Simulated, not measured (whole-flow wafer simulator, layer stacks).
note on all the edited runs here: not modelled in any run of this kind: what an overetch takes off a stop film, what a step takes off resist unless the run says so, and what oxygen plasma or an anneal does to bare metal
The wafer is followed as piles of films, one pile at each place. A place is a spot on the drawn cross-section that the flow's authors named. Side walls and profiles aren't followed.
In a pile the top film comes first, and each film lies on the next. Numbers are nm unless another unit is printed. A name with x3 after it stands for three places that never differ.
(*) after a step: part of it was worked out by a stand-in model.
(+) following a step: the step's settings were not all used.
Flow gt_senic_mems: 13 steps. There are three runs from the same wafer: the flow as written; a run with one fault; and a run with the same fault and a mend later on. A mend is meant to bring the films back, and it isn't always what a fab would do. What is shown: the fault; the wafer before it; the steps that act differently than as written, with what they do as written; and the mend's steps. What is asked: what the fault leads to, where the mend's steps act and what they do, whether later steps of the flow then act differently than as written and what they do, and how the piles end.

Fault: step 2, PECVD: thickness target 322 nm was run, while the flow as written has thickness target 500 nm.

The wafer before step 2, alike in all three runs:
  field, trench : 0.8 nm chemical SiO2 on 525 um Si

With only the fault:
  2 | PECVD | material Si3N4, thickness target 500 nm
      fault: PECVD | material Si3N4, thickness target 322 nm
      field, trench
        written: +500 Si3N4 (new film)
        fault: +322 Si3N4 (new film)
  Steps further on in the flow that do not act as written (2 other steps are not shown; they differ only slightly, by no more than 2% or 0.5 nm, whichever is larger):
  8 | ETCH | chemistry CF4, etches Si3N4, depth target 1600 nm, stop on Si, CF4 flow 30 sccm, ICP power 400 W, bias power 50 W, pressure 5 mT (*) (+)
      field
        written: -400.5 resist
        fault: -281.9 resist
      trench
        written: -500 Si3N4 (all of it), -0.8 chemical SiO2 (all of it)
        fault: -322 Si3N4 (all of it), -0.8 chemical SiO2 (all of it)
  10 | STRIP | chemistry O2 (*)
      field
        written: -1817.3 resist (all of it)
        fault: -1936 resist (all of it)
  The piles end different from the flow's at field by more than 2% or 0.5 nm, whichever is larger.
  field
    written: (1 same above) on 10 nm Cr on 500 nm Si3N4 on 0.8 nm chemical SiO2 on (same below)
    fault: (1 same above) on 10 nm Cr on 322 nm Si3N4 on 0.8 nm chemical SiO2 on (same below)

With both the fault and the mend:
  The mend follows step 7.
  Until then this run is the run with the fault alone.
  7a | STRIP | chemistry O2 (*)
      field
        -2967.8 resist (all of it)
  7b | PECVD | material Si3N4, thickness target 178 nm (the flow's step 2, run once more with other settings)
      field, trench
        +178 Si3N4
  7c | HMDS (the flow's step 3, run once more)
      alters no film at any place that is followed
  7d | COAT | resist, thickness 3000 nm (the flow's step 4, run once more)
      field, trench
        +3000 resist (new film)
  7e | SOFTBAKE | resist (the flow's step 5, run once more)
      alters no film at any place that is followed
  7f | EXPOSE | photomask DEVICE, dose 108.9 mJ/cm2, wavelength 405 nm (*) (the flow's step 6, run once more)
      alters no film at any place that is followed
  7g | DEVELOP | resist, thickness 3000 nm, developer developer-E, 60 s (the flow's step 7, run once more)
      field
        -32.2 resist
      trench
        -3000 resist (all of it)
  Every later step of the flow that is run acts as written at every place that is followed.
  At every place that both follow, the piles at the end match the flow's.
